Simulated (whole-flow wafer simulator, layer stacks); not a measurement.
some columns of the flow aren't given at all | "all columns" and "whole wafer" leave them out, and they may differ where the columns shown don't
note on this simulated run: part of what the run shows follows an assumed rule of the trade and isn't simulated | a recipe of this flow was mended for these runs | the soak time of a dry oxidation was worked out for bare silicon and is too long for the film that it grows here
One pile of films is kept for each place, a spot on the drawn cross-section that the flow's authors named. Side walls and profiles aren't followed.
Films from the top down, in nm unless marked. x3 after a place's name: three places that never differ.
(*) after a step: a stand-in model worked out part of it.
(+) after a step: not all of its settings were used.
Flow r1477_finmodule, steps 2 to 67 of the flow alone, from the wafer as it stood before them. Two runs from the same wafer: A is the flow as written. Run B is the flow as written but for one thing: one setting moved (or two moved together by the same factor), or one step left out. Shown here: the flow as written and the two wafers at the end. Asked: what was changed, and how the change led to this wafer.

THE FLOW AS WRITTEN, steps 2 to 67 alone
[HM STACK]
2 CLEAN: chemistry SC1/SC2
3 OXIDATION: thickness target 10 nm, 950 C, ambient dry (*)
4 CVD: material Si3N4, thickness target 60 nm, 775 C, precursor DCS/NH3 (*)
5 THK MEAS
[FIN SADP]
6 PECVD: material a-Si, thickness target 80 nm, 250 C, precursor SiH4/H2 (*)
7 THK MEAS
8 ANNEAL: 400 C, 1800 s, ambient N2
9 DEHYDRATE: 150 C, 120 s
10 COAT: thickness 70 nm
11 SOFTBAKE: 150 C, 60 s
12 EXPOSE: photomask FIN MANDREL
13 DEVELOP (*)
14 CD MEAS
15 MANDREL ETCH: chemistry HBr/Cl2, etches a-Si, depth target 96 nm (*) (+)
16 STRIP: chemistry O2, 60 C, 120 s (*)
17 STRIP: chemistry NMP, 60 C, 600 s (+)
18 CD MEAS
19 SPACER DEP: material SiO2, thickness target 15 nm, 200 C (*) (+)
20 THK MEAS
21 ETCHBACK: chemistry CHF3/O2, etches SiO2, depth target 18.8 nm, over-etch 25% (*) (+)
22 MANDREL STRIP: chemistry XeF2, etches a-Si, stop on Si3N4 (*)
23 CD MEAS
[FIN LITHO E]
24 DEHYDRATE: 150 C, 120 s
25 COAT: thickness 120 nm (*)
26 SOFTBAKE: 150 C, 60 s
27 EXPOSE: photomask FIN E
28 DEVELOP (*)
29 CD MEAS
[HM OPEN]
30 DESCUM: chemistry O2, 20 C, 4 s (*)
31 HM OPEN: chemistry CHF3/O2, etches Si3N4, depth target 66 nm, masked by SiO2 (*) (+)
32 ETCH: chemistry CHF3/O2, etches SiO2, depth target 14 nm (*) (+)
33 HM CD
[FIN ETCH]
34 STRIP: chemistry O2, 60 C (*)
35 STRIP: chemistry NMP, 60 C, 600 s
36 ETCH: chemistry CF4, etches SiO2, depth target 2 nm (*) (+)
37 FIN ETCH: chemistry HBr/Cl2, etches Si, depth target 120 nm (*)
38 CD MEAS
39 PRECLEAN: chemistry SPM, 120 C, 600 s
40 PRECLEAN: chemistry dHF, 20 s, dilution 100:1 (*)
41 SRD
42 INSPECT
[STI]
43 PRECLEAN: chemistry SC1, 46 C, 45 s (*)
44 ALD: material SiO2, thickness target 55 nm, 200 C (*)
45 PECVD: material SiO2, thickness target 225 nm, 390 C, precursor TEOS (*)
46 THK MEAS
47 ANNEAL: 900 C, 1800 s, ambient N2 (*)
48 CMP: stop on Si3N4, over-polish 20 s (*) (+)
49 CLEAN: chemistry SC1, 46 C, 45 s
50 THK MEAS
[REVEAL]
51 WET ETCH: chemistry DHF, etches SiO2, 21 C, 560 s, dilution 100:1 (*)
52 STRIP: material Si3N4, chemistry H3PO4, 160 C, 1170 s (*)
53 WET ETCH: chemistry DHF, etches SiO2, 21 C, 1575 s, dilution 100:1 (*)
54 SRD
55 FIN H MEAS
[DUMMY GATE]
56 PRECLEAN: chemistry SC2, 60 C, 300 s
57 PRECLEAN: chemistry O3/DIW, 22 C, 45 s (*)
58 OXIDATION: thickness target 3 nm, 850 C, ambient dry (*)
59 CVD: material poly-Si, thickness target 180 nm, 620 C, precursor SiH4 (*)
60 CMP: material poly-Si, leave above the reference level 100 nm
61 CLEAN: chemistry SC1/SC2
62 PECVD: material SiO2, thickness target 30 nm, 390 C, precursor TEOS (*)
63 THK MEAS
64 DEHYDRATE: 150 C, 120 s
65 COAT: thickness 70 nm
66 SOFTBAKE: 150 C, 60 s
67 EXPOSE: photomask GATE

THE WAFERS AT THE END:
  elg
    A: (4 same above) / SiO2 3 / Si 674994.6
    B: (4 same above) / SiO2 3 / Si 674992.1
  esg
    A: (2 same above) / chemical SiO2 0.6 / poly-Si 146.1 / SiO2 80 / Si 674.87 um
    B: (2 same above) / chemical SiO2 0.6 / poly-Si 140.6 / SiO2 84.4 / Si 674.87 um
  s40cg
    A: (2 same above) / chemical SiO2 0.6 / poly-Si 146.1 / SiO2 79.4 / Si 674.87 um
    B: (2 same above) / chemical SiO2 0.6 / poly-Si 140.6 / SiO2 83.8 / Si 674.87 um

The cause: step 3, OXIDATION: thickness target 15.5 nm was run, where the flow has thickness target 10 nm.

How the change led to this, step by step:
  3 OXIDATION: thickness target 10 nm, 950 C, ambient dry (*)
      pad, padg, elg and 33 more: A SiO2 +10 (new film), chemical SiO2 -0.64 (all of it), Si -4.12 | B SiO2 +15.5 (new film), chemical SiO2 -0.64 (all of it), Si -6.54
  32 ETCH: chemistry CHF3/O2, etches SiO2, depth target 14 nm (*) (+)
      pad, padg, esg and 13 more: A SiO2 -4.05 (all of it), Si -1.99 | B SiO2 -9.55 (all of it), Si -0.89
      s40cg, s45cg, s50cg, s40co, s45co, s50co: A SiO2 -7 (all of it), Si -1.4 | B SiO2 -12.5 (all of it), Si -0.3
  48 CMP: stop on Si3N4, over-polish 20 s (*) (+)
      pad, padg: A SiO2 -79.4 | B SiO2 -75
  53 WET ETCH: chemistry DHF, etches SiO2, 21 C, 1575 s, dilution 100:1 (*)
      elg, e40lg, e100lg, e200lg, elo, e40lo, e100lo, e200lo: A SiO2 -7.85 (all of it) | B SiO2 -13.4 (all of it)
      s40sg_line, s45sg_line, s50sg_line, s40so_line, s45so_line, s50so_line: A SiO2 -8.51 (all of it) | B SiO2 -14 (all of it)
  59 CVD: material poly-Si, thickness target 180 nm, 620 C, precursor SiH4 (*)
      esg, e40sg, e100sg and 15 more: A poly-Si +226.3 (new film) | B poly-Si +220.8 (new film)
      e200sg, e200so: A poly-Si +219.2 (new film) | B poly-Si +213.7 (new film)
  60 CMP: material poly-Si, leave above the reference level 100 nm
      pad, padg: A poly-Si -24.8 | B poly-Si -30.3
